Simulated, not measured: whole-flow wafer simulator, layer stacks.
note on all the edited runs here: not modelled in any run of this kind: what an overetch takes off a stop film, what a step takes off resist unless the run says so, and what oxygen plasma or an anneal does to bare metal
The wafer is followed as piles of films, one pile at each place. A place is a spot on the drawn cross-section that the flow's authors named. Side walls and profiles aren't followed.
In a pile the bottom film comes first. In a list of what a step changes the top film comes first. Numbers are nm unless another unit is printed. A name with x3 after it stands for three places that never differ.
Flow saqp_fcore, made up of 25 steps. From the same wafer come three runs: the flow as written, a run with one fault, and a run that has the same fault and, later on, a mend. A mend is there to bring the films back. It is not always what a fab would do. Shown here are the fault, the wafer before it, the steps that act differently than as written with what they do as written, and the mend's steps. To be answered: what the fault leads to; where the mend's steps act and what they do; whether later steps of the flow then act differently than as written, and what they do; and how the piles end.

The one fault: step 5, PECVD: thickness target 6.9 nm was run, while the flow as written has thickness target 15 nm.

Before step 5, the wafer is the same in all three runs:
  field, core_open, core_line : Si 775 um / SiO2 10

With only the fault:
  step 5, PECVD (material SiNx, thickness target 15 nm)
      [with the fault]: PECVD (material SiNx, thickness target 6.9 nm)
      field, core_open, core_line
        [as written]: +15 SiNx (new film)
        [with the fault]: +6.9 SiNx (new film)
  Later steps of the flow that are run all act as written at every place that is followed.
  At field, core_open, core_line, the piles at the end differ from the flow's by more than 2% or 0.5 nm, whichever is larger.
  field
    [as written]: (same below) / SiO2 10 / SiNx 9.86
    [with the fault]: (same below) / SiO2 10 / SiNx 1.76
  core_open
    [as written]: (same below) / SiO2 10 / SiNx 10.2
    [with the fault]: (same below) / SiO2 10 / SiNx 2.08
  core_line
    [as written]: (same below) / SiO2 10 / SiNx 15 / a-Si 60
    [with the fault]: (same below) / SiO2 10 / SiNx 6.9 / a-Si 60

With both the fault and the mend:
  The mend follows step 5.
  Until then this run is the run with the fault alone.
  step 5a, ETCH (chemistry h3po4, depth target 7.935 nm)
      field, core_open, core_line
        -6.9 SiNx (all of it)
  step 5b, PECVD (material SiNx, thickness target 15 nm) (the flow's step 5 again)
      field, core_open, core_line
        +15 SiNx (new film)
  Later steps of the flow that are run all act as written at every place that is followed.
  By the end, the piles equal the flow's at every place that both follow.
